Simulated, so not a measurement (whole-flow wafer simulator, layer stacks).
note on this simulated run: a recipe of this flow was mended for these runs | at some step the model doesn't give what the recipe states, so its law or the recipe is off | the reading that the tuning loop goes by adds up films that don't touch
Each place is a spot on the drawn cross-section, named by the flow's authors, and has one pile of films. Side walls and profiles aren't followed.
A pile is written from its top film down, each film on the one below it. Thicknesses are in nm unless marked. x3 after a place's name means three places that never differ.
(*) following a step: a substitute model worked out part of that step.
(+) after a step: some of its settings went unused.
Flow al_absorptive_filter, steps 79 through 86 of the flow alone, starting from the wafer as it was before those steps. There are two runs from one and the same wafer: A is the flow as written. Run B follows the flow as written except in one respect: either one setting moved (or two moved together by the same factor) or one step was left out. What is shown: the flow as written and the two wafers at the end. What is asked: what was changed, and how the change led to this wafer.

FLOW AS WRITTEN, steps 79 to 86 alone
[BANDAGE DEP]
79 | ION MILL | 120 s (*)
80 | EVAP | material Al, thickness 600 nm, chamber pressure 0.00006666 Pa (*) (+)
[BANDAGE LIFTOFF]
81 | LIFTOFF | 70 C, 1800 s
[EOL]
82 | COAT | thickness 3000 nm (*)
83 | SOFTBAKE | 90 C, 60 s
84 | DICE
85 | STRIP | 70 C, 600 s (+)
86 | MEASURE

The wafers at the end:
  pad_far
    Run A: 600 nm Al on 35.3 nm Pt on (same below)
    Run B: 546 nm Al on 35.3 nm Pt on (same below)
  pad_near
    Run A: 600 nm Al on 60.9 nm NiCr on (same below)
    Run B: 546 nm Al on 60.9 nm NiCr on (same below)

The reason: step 80, EVAP: thickness 546 nm was run, whereas the flow has thickness 600 nm.
The wafer lets one read it off: pad_far has Al 546, and step 80 as written asks for 600 nm.

Step by step, how the change led to this:
  80 | EVAP | material Al, thickness 600 nm, chamber pressure 0.00006666 Pa (*) (+)
      gnd, pad_far, pad_near and 11 more: A Al gains 600 (new film) | B Al gains 546 (new film)
  81 | LIFTOFF | 70 C, 1800 s
      xa_field, xl_land, idc_field: A Al loses 600 (all of it), i-line-resist loses 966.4 (all of it), lift-off-underlayer loses 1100 (all of it), acrylic-e-beam-resist loses 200 (all of it) | B Al loses 546 (all of it), i-line-resist loses 966.4 (all of it), lift-off-underlayer loses 1100 (all of it), acrylic-e-beam-resist loses 200 (all of it)
      gnd: A Al loses 600 (all of it), i-line-resist loses 968.3 (all of it), lift-off-underlayer loses 1103.3 (all of it), acrylic-e-beam-resist loses 200.9 (all of it) | B Al loses 546 (all of it), i-line-resist loses 968.3 (all of it), lift-off-underlayer loses 1103.3 (all of it), acrylic-e-beam-resist loses 200.9 (all of it)
      (also at 8 further places)
  83 | SOFTBAKE | 90 C, 60 s
      gnd: A i-line-resist gains 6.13 | B i-line-resist gains 5.61
      pad_far: A i-line-resist loses 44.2 | B i-line-resist loses 39.9
      (also at 2 further places)
